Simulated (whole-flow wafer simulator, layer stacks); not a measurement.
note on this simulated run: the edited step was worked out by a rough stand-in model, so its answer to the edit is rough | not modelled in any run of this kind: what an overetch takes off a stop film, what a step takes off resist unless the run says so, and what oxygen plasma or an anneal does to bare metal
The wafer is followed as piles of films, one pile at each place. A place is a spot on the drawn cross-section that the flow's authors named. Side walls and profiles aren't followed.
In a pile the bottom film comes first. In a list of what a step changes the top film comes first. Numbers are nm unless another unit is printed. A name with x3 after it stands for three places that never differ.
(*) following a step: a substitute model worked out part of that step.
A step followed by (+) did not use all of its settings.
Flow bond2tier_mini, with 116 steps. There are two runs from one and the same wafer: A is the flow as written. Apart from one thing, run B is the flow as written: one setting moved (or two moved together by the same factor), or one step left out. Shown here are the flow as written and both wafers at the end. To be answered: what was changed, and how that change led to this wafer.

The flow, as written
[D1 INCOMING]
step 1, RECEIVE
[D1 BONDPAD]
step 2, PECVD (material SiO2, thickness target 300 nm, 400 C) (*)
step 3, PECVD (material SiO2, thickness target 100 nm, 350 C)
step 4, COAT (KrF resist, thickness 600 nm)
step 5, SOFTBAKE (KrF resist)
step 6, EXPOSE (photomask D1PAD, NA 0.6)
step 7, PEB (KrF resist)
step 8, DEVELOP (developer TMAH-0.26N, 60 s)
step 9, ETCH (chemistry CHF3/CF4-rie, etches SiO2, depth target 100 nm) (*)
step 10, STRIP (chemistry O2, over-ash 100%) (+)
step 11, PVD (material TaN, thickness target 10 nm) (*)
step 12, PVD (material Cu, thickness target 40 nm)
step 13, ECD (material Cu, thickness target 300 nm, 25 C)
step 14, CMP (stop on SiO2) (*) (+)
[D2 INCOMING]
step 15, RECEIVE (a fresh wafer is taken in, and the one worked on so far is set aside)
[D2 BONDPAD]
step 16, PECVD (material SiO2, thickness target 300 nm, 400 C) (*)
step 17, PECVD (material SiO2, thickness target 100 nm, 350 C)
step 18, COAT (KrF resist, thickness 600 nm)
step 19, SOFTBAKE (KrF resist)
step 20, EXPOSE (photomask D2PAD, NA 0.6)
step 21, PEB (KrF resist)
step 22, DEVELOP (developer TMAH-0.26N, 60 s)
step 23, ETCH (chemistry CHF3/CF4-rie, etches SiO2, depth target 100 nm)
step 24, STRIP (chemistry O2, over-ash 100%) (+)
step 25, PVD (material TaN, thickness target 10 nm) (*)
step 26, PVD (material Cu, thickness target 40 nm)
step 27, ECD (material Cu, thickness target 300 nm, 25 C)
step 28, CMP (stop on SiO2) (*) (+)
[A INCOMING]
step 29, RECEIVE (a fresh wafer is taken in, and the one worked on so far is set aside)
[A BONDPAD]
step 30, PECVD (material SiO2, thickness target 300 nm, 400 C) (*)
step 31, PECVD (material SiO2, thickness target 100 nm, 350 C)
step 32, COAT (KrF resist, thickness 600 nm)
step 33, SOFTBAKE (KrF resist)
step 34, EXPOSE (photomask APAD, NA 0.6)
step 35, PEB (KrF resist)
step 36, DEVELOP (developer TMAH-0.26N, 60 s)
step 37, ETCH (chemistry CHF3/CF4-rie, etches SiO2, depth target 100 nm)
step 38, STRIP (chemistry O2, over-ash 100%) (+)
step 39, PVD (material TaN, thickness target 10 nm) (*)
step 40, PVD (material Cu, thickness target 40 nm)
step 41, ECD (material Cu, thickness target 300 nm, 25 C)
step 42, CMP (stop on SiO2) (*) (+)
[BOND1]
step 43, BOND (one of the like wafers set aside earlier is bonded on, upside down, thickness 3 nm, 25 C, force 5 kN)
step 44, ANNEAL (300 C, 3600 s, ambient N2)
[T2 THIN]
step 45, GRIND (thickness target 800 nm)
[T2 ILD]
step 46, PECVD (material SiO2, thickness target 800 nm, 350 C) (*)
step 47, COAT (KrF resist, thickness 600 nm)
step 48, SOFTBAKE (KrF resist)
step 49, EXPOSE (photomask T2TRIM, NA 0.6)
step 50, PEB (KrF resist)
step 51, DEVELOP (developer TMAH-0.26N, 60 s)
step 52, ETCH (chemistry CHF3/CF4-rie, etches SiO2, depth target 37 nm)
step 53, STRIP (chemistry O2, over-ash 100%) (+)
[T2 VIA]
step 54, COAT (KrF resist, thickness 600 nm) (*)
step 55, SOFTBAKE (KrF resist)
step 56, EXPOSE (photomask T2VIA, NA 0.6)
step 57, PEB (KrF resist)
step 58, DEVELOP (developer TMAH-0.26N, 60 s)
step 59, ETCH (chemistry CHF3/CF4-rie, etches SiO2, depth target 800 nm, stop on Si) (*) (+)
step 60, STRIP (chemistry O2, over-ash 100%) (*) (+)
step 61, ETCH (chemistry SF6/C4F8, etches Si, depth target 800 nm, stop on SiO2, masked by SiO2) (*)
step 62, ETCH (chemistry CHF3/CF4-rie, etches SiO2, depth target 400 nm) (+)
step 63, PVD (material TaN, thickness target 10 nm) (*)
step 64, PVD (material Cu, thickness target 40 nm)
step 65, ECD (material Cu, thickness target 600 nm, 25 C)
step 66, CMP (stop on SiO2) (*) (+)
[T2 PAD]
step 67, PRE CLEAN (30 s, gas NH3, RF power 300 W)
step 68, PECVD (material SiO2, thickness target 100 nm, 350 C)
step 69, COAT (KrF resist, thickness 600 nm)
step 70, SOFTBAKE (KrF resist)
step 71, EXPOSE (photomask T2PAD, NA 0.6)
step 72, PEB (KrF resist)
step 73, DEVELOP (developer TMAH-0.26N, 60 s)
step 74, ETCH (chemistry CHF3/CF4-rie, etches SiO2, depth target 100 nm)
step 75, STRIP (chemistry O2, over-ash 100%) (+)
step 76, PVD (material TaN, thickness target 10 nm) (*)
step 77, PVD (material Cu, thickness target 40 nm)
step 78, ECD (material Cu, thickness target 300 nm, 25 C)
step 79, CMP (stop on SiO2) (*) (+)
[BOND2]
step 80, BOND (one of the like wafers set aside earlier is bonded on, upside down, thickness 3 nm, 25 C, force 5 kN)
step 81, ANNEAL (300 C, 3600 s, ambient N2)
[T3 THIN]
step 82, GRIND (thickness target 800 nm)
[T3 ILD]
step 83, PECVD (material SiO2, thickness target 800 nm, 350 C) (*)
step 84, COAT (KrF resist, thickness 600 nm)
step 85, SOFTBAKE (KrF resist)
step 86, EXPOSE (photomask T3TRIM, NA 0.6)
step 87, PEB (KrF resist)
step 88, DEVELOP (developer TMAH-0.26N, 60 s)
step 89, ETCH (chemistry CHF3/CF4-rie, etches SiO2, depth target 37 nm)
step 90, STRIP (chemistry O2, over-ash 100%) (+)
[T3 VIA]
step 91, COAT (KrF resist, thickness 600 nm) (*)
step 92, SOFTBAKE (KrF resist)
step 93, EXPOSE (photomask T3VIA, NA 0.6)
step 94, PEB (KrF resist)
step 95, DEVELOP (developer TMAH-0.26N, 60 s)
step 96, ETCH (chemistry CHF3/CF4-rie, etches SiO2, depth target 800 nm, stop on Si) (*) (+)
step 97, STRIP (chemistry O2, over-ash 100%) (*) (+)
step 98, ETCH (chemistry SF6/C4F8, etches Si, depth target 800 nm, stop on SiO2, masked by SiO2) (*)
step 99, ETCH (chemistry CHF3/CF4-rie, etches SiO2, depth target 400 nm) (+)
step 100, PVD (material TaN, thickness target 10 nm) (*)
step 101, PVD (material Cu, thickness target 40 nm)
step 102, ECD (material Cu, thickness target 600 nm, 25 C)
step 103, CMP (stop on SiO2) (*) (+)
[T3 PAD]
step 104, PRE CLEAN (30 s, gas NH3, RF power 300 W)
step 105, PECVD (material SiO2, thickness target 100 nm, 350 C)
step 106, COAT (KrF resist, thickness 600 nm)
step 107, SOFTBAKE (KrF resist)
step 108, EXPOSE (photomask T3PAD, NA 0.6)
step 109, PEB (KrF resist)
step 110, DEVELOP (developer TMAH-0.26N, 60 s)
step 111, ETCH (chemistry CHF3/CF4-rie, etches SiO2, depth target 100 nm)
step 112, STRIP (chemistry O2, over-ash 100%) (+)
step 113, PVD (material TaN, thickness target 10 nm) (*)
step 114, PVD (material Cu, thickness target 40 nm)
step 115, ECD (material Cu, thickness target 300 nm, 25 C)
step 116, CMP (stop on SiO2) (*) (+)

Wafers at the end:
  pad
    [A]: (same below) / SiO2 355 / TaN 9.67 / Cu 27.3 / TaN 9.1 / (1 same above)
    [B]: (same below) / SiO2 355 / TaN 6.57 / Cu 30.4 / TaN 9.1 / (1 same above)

What caused this: step 100, PVD: thickness target 6.8 nm was run, while the flow as written has thickness target 10 nm.

Step by step, how the change led to this:
  step 100, PVD (material TaN, thickness target 10 nm) (*)
      field: A +10 TaN (new film) | B +6.8 TaN (new film)
      pad: A +9.67 TaN (new film) | B +6.57 TaN (new film)
  step 103, CMP (stop on SiO2) (*) (+)
      field: A -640 Cu (all of it), -10 TaN (all of it) | B -640 Cu (all of it), -6.8 TaN (all of it)
